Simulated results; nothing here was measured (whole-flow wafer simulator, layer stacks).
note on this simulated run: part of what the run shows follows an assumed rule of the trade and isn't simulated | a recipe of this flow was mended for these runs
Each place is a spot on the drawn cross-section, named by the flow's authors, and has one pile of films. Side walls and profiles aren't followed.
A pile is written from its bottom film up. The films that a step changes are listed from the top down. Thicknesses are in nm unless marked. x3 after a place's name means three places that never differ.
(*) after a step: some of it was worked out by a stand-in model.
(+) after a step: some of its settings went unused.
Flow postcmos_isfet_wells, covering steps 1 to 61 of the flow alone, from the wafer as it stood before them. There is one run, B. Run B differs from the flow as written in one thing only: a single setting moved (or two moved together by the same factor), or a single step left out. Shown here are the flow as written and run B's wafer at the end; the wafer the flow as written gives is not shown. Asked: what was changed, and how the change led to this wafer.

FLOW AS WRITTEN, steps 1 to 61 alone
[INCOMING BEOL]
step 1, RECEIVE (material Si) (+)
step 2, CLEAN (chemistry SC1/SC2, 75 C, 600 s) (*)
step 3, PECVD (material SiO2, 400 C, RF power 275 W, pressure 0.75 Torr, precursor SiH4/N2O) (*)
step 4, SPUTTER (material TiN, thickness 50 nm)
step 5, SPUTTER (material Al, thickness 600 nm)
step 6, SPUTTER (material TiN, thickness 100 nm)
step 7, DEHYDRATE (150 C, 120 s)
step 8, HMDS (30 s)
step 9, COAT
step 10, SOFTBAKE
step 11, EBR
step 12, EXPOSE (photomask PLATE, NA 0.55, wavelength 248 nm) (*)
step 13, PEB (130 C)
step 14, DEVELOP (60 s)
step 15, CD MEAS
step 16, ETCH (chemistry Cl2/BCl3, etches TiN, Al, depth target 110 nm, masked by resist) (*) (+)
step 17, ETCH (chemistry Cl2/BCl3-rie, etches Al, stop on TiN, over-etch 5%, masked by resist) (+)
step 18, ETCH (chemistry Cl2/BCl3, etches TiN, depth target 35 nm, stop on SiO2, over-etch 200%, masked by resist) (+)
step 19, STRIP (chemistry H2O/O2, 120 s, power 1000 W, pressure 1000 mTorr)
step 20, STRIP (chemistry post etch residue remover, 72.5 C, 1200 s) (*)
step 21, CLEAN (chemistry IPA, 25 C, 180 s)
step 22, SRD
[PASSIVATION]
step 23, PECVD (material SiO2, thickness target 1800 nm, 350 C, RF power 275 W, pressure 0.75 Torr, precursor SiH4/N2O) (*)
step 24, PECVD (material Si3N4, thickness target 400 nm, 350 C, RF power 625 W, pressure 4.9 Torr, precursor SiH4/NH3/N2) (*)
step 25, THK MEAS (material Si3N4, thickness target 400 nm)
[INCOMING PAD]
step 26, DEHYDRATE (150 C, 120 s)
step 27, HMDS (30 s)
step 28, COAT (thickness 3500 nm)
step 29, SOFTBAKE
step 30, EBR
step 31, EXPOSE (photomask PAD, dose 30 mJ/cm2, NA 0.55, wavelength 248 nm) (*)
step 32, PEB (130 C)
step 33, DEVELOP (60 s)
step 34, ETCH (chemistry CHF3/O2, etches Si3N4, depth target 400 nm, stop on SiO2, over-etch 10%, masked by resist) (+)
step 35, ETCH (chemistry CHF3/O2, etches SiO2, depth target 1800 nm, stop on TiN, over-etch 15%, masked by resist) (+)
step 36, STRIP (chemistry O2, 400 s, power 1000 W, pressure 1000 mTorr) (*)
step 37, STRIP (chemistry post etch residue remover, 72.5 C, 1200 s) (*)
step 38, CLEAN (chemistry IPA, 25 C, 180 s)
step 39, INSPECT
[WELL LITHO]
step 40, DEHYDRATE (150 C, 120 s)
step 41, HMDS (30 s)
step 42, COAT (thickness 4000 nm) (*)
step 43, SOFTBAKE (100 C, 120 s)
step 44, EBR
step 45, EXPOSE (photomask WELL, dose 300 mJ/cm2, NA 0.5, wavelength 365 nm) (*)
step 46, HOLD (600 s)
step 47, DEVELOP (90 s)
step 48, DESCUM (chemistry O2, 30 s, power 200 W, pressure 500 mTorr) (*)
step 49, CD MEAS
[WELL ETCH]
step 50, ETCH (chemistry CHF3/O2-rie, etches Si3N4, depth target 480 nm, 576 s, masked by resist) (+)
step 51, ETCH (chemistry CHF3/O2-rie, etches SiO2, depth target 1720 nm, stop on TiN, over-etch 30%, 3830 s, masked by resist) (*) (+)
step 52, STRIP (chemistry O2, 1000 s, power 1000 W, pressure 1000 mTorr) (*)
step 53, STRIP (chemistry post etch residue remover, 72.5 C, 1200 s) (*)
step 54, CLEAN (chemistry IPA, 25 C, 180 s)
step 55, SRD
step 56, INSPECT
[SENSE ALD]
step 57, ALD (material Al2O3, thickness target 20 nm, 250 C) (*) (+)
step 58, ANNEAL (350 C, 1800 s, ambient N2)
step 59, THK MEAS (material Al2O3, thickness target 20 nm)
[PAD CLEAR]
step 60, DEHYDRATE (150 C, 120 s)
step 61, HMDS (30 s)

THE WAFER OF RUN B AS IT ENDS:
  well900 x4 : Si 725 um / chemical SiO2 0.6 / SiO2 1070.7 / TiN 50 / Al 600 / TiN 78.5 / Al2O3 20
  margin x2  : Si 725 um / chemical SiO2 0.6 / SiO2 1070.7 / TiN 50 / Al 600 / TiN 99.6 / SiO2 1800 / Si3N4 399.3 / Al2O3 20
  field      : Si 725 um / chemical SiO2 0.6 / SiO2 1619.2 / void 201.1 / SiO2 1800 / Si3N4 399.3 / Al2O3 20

What caused this: step 3, PECVD: RF power 319 W was run, whereas the flow has RF power 275 W.

Step by step, how the change led to this:
  step 3, PECVD (material SiO2, 400 C, RF power 275 W, pressure 0.75 Torr, precursor SiH4/N2O) (*)
      field, margin x2, well900 x4, pad_clr, pad_open: SiO2 gains 1070.7 (new film) (as written it would have been: SiO2 gains 1000 (new film))
